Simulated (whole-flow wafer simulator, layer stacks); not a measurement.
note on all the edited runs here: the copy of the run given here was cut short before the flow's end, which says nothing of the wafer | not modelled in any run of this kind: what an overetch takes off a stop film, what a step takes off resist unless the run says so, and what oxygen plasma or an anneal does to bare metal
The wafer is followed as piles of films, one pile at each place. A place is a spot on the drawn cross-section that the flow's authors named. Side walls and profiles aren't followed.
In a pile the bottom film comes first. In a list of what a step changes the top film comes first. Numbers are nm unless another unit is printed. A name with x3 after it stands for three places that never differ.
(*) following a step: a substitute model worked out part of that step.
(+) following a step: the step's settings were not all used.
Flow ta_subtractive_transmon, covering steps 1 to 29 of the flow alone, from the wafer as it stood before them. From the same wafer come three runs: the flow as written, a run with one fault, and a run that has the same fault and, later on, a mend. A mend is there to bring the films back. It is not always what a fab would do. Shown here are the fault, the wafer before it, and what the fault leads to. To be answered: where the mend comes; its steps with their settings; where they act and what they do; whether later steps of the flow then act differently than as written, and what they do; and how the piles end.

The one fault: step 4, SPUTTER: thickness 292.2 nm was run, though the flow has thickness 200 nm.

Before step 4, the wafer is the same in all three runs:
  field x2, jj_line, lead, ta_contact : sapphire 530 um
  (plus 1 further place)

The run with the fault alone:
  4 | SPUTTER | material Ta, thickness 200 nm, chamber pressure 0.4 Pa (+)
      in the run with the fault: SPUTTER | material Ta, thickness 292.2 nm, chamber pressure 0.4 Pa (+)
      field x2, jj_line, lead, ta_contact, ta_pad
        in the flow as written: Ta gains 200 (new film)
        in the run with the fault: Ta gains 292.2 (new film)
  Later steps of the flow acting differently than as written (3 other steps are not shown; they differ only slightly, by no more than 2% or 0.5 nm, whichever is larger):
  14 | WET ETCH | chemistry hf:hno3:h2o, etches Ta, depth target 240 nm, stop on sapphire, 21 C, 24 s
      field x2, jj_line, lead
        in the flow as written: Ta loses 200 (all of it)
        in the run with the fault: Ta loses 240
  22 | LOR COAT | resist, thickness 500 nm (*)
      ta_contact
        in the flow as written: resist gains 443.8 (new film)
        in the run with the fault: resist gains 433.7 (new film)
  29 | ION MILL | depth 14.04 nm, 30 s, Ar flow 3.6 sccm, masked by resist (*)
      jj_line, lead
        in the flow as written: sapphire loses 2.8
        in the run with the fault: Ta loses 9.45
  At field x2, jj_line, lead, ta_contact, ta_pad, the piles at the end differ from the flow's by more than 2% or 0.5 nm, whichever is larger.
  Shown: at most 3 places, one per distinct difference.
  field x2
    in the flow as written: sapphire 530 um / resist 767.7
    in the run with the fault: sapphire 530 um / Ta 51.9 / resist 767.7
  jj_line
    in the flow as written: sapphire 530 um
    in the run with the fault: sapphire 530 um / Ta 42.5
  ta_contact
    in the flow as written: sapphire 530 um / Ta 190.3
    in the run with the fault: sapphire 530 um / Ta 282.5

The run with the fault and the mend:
  After step 5 comes the mend.
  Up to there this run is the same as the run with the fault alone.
  5a | WET ETCH | chemistry hf:hno3:h2o, etches Ta, depth target 336 nm, stop on sapphire, 21 C, 33.6 s
      field x2, jj_line, lead, ta_contact, ta_pad
        Ta loses 292.2 (all of it)
  5b | SPUTTER | material Ta, thickness 200 nm, chamber pressure 0.4 Pa (+) (the flow's step 4 again)
      field x2, jj_line, lead, ta_contact, ta_pad
        Ta gains 200 (new film)
  None of the later steps of the flow acts differently than as written at any place that is followed.
  By the end, the piles equal the flow's at every place that both follow.
